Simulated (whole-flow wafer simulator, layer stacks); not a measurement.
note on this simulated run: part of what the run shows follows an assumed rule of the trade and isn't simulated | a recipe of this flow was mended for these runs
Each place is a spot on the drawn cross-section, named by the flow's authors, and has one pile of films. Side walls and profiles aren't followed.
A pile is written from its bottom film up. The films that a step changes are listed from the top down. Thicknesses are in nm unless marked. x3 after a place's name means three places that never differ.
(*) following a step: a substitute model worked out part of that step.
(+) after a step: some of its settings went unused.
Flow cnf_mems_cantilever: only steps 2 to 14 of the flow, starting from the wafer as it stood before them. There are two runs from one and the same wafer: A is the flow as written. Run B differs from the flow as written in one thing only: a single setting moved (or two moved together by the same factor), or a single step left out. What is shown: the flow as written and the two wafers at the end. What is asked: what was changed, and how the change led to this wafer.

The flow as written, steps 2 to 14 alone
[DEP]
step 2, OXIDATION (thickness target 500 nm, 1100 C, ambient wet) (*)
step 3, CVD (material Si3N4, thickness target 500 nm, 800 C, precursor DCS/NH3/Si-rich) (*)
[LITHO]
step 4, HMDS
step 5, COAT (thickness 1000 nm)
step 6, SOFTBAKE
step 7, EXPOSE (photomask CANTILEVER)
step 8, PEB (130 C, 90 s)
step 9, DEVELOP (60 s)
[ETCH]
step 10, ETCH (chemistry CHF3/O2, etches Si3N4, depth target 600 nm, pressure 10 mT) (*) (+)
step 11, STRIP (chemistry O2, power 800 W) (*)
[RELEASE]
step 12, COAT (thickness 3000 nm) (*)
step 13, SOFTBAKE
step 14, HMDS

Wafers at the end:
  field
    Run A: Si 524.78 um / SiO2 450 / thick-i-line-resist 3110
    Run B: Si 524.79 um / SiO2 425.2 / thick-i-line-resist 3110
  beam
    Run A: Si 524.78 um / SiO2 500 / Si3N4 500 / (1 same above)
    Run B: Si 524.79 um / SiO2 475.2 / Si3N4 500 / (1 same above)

What caused this: step 2, OXIDATION: 1088 C was run, while the flow as written has 1100 C.

The path from the change to this, step by step:
  step 2, OXIDATION (thickness target 500 nm, 1100 C, ambient wet) (*)
      field, beam: A SiO2 gains 500 (new film), chemical SiO2 loses 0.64 (all of it), Si loses 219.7 | B SiO2 gains 475.2 (new film), chemical SiO2 loses 0.64 (all of it), Si loses 208.8
